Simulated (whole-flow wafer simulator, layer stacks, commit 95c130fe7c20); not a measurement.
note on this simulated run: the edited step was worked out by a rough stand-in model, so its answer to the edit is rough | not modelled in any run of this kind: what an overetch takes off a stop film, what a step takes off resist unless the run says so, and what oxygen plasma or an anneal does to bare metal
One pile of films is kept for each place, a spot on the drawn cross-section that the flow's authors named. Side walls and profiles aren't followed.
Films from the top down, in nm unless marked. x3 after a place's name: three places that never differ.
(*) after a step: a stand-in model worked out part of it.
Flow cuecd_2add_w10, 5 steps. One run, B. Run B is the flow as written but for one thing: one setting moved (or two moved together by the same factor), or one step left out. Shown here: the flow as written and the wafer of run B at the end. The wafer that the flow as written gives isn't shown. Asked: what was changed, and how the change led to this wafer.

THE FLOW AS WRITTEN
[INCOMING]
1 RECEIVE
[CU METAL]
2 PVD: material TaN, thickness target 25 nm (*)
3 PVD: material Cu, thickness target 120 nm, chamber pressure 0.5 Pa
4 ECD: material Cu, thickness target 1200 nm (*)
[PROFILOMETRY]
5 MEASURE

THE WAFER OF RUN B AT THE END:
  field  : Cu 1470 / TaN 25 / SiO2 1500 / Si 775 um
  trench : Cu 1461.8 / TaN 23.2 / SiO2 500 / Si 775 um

The cause: step 4, ECD: thickness target 1350 nm was run, where the flow has thickness target 1200 nm.

How the change led to this, step by step:
  4 ECD: material Cu, thickness target 1200 nm (*)
      field, trench: Cu +1350 (as written it would be: Cu +1200)
